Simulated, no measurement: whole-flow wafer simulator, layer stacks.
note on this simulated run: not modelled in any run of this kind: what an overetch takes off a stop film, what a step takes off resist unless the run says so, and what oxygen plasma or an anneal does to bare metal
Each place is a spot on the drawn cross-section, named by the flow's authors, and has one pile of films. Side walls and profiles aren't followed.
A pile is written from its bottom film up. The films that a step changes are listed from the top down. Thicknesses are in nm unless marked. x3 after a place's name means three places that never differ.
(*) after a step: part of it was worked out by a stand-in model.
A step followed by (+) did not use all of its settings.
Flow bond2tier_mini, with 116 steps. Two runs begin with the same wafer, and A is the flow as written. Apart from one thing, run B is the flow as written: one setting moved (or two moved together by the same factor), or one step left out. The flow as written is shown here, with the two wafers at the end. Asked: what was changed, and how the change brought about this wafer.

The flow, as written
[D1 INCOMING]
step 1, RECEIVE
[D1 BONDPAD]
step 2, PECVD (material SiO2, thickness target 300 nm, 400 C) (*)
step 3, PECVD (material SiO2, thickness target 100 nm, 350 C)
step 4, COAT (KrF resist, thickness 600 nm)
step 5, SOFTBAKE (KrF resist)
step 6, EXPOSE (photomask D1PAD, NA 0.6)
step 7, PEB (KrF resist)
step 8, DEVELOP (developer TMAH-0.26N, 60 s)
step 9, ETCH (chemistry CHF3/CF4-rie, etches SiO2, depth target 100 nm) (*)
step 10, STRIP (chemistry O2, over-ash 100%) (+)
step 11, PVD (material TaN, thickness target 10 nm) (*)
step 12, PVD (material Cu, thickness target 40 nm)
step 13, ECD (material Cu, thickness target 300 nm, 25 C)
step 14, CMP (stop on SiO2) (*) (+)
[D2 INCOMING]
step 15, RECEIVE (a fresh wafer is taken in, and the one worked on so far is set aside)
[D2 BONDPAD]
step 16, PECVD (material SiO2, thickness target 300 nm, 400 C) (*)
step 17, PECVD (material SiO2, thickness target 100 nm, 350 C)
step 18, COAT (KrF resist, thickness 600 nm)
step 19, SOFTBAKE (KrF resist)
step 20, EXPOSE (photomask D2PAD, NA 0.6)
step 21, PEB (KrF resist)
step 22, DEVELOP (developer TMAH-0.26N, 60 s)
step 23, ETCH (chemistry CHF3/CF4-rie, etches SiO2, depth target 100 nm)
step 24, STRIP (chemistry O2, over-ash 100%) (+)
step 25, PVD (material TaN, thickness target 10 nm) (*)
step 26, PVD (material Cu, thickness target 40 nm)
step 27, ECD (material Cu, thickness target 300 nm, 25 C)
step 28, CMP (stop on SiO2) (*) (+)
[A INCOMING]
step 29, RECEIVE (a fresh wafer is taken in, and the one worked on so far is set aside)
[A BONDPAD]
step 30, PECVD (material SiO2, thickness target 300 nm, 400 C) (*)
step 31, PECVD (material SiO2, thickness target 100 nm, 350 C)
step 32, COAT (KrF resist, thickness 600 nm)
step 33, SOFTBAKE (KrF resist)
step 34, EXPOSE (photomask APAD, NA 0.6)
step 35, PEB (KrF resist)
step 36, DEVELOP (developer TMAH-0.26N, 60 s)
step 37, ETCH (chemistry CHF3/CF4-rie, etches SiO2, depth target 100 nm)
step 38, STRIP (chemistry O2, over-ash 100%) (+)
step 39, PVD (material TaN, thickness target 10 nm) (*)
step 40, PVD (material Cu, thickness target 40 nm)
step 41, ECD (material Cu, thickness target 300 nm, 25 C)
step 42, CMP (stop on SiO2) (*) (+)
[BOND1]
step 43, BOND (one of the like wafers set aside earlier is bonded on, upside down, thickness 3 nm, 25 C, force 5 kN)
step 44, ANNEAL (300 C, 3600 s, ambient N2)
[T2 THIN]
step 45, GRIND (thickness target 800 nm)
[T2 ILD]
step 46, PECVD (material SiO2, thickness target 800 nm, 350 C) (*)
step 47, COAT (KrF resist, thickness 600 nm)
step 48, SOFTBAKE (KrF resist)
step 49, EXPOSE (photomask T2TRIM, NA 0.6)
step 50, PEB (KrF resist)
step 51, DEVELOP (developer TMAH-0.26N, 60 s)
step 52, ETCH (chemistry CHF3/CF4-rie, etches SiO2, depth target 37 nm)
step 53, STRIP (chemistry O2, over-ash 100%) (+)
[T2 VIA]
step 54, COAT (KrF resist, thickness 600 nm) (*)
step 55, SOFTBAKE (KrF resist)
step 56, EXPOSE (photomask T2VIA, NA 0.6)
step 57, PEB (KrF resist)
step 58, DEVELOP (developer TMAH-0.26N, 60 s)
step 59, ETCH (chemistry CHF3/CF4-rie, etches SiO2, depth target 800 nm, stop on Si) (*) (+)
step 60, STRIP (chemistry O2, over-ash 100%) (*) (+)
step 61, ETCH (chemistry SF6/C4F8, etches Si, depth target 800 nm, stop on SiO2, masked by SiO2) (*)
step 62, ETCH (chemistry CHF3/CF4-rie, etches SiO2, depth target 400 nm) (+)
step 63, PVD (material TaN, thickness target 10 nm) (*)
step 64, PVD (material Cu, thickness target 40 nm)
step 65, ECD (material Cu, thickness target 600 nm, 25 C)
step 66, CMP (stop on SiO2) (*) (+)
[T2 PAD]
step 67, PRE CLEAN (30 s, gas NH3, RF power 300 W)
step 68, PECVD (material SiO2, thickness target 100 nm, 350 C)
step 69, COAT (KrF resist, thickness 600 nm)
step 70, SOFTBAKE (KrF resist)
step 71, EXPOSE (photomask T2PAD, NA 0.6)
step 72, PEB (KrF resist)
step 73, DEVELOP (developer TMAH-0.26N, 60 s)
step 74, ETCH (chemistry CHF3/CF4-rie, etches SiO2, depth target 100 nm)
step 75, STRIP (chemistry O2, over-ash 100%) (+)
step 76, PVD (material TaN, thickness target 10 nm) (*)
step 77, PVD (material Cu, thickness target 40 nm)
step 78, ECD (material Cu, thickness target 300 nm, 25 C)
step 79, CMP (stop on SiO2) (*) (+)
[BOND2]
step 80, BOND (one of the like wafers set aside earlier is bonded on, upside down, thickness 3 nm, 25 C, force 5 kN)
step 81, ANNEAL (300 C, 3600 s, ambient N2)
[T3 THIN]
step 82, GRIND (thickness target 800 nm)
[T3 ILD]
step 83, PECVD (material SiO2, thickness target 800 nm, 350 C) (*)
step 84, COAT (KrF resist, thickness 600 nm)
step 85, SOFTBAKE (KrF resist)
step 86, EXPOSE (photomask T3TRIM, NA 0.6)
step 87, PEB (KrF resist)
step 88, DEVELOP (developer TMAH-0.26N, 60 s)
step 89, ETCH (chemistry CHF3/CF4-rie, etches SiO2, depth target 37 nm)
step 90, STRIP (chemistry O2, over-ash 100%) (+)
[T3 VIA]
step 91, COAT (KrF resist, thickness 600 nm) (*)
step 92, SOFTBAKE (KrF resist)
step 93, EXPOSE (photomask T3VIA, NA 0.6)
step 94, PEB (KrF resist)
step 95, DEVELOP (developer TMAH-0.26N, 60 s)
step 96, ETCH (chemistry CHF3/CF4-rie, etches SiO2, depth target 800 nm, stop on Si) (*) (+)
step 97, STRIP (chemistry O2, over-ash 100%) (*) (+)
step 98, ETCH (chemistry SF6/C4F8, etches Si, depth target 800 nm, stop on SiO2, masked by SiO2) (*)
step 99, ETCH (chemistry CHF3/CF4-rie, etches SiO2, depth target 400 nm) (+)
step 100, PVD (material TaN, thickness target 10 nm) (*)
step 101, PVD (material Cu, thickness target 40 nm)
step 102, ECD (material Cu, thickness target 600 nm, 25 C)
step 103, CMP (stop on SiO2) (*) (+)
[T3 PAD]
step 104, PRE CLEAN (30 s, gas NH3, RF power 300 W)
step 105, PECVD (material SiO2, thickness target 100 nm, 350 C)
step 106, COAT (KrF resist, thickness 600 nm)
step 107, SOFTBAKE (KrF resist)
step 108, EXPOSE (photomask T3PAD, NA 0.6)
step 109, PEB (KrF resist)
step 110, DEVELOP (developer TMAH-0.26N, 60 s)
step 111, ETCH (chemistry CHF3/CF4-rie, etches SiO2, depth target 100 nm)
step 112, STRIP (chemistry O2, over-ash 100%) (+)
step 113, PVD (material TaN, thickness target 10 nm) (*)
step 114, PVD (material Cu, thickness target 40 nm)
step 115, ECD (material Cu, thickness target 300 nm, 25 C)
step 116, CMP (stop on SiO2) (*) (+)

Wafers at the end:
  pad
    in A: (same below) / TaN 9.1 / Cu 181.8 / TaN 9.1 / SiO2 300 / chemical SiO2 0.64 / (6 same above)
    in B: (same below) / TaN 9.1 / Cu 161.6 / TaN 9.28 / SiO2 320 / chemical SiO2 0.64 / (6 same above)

What caused this: step 23, ETCH: depth target 80 nm was run, while the flow as written has depth target 100 nm.

How this came from the change, step by step:
  step 23, ETCH (chemistry CHF3/CF4-rie, etches SiO2, depth target 100 nm)
      pad, via: A SiO2 loses 100 | B SiO2 loses 80
      field: A KrF resist loses 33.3 | B KrF resist loses 26.7
  step 27, ECD (material Cu, thickness target 300 nm, 25 C)
      pad: A Cu gains 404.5 | B Cu gains 383.6
      via: A Cu gains 400.2 | B Cu gains 380.1
  step 80, BOND (one of the like wafers set aside earlier is bonded on, upside down, thickness 3 nm, 25 C, force 5 kN)
      pad: A Si gains 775 um (new film), chemical SiO2 gains 0.64 (new film), SiO2 gains 300 (new film), TaN gains 9.1 (new film), Cu gains 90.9 | B Si gains 775 um (new film), chemical SiO2 gains 0.64 (new film), SiO2 gains 320 (new film), TaN gains 9.28 (new film), Cu gains 70.7
